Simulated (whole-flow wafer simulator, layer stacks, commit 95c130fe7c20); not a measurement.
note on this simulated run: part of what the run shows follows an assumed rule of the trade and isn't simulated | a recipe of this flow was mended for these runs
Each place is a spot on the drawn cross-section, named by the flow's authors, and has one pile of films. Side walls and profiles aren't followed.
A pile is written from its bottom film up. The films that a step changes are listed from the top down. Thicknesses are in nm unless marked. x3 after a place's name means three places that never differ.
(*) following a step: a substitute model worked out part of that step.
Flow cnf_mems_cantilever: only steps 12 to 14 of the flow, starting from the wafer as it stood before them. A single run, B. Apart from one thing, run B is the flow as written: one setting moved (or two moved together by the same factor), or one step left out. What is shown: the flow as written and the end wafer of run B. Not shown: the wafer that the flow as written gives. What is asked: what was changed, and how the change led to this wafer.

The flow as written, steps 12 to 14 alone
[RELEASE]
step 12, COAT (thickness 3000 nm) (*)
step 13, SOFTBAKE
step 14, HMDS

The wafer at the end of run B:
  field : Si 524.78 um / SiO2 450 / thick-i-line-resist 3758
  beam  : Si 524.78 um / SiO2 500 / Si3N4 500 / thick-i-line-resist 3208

What caused this: step 12, COAT: thickness 3648 nm was run, though the flow has thickness 3000 nm.

How this came from the change, step by step:
  step 12, COAT (thickness 3000 nm) (*)
      field: thick-i-line-resist gains 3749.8 (new film) (in the flow as written it would be: thick-i-line-resist gains 3098.1 (new film))
      beam: thick-i-line-resist gains 3240.9 (new film) (in the flow as written it would be: thick-i-line-resist gains 2607.6 (new film))
  step 13, SOFTBAKE
      field: thick-i-line-resist gains 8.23 (in the flow as written it would be: thick-i-line-resist gains 11.9)
      beam: thick-i-line-resist loses 32.9 (in the flow as written it would be: thick-i-line-resist loses 47.6)
